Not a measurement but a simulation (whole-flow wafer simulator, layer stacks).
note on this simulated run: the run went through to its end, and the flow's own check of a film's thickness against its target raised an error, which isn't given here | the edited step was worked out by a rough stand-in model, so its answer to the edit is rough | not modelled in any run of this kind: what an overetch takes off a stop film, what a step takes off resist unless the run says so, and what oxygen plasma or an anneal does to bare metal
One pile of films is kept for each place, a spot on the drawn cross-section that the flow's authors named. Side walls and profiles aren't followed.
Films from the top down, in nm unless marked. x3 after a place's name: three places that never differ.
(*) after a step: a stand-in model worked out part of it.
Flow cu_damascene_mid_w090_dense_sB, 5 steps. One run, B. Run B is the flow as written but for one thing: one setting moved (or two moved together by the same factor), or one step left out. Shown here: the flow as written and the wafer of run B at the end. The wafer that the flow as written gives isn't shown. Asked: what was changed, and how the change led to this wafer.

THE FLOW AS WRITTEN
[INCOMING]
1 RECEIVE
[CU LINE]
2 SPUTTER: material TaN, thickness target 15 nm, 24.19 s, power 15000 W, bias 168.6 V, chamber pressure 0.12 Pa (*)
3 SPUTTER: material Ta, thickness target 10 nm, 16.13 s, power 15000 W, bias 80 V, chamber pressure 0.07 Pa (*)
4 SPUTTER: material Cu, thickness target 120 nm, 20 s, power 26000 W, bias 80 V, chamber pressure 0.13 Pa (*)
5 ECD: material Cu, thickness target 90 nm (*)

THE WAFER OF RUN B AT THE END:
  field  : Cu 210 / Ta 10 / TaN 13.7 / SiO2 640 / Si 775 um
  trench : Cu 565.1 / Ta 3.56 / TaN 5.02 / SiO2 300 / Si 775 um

The cause: step 2, SPUTTER: power 13660 W was run, where the flow has power 15000 W.

How the change led to this, step by step:
  2 SPUTTER: material TaN, thickness target 15 nm, 24.19 s, power 15000 W, bias 168.6 V, chamber pressure 0.12 Pa (*)
      field: TaN +13.7 (new film) (as written it would be: TaN +15 (new film))
